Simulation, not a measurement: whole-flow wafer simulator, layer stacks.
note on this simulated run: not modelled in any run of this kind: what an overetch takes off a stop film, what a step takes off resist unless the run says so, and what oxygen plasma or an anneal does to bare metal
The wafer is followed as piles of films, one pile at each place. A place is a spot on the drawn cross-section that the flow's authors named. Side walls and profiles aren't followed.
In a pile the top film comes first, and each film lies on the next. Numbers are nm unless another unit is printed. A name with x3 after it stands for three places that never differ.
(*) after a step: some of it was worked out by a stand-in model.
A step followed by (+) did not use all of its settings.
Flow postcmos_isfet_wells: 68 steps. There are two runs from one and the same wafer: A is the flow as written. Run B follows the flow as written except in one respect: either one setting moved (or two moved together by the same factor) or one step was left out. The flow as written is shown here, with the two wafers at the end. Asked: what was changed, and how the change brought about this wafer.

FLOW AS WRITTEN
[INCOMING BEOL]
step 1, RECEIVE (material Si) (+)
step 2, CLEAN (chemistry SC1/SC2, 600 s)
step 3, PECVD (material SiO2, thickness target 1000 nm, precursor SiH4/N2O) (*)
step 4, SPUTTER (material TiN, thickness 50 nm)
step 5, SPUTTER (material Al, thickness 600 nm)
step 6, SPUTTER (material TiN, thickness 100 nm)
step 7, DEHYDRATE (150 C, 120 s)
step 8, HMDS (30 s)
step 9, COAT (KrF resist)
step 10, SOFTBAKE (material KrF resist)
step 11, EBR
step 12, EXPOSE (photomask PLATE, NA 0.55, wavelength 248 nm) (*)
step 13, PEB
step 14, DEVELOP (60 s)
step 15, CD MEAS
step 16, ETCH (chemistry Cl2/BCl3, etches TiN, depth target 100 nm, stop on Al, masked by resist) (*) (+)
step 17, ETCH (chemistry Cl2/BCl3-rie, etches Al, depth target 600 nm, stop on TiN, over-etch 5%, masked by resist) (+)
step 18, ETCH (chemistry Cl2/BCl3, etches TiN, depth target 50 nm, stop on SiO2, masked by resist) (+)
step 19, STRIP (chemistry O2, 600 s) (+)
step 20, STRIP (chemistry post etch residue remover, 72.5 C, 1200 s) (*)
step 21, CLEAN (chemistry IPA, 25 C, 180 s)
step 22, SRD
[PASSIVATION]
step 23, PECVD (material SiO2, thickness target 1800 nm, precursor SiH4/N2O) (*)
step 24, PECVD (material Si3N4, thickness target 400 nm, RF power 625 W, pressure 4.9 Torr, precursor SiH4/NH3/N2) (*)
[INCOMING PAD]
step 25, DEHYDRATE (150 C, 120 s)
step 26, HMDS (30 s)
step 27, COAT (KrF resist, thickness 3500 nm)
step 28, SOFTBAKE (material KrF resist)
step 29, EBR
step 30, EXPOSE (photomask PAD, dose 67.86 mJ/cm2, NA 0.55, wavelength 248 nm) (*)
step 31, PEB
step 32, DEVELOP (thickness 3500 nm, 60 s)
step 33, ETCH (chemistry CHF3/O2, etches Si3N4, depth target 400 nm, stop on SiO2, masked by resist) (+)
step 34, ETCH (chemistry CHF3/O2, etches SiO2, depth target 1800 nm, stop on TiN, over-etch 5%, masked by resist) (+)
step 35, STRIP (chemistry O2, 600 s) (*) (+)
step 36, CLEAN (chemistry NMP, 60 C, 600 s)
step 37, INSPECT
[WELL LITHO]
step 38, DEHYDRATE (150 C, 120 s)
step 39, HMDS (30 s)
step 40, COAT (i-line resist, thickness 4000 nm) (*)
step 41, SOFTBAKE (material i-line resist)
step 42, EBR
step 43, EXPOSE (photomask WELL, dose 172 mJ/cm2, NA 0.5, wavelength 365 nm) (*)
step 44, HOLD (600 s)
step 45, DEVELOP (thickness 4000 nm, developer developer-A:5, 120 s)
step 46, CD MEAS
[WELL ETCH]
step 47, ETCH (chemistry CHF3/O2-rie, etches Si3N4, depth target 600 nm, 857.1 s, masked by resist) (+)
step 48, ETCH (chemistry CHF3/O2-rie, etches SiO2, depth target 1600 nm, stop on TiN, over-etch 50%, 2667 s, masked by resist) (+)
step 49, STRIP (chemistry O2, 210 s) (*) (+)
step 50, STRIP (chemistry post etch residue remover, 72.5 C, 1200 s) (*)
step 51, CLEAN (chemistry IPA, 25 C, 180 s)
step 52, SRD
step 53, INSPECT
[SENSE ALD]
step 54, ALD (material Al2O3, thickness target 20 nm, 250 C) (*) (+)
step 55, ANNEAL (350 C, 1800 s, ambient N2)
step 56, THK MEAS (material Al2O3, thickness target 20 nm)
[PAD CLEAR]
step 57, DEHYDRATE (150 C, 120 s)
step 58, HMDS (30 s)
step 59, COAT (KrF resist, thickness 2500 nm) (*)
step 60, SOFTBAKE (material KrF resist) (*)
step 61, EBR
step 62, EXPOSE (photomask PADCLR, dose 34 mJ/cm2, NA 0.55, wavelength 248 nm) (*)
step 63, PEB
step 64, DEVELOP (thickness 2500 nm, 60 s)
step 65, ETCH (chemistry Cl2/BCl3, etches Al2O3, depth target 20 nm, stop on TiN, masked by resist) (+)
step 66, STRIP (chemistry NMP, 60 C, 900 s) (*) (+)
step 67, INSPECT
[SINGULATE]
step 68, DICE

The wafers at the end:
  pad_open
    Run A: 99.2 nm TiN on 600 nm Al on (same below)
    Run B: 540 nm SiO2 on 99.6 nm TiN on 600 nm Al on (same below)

Cause: step 34, ETCH: depth target 1260 nm was run, though the flow has depth target 1800 nm.

How this came from the change, step by step:
  step 34, ETCH (chemistry CHF3/O2, etches SiO2, depth target 1800 nm, stop on TiN, over-etch 5%, masked by resist) (+)
      pad_open: A -1800 SiO2 (all of it) | B -1260 SiO2
      field, margin, well900, well1300, well2000, well3000, pad_rim, pad_clr: A -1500 KrF resist | B -1050 KrF resist
  step 35, STRIP (chemistry O2, 600 s) (*) (+)
      field, margin, well900, well1300, well2000, well3000, pad_rim, pad_clr: A -1638.4 KrF resist (all of it) | B -2088.4 KrF resist (all of it)
  step 40, COAT (i-line resist, thickness 4000 nm) (*)
      pad_clr: A +3256.8 i-line resist (new film) | B +3427.9 i-line resist (new film)
      pad_open: A +4804.7 i-line resist (new film) | B +4610.1 i-line resist (new film)
  step 41, SOFTBAKE (material i-line resist)
      pad_clr: A -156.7 i-line resist | B -105.2 i-line resist
      pad_open: A +115.3 i-line resist | B +90.3 i-line resist
  step 49, STRIP (chemistry O2, 210 s) (*) (+)
      pad_clr: A -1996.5 i-line resist (all of it) | B -2219.1 i-line resist (all of it)
      pad_open: A -3816.3 i-line resist (all of it) | B -3596.7 i-line resist (all of it)
  step 59, COAT (KrF resist, thickness 2500 nm) (*)
      pad_rim: A +1976.4 KrF resist (new film) | B +2102.7 KrF resist (new film)
      pad_clr: A +1691.6 KrF resist (new film) | B +1877.9 KrF resist (new film)
      (and at 1 other place as well)
  step 60, SOFTBAKE (material KrF resist) (*)
      pad_rim: A nothing | B -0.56 KrF resist
      pad_clr: A -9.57 KrF resist | B -8.11 KrF resist
  step 64, DEVELOP (thickness 2500 nm, 60 s)
      pad_clr: A -1682 KrF resist (all of it) | B -1869.8 KrF resist (all of it)
      pad_open: A -3067.2 KrF resist (all of it) | B -2927.8 KrF resist (all of it)
  step 66, STRIP (chemistry NMP, 60 C, 900 s) (*) (+)
      pad_rim: A -1937.7 KrF resist (all of it) | B -2063.4 KrF resist (all of it)
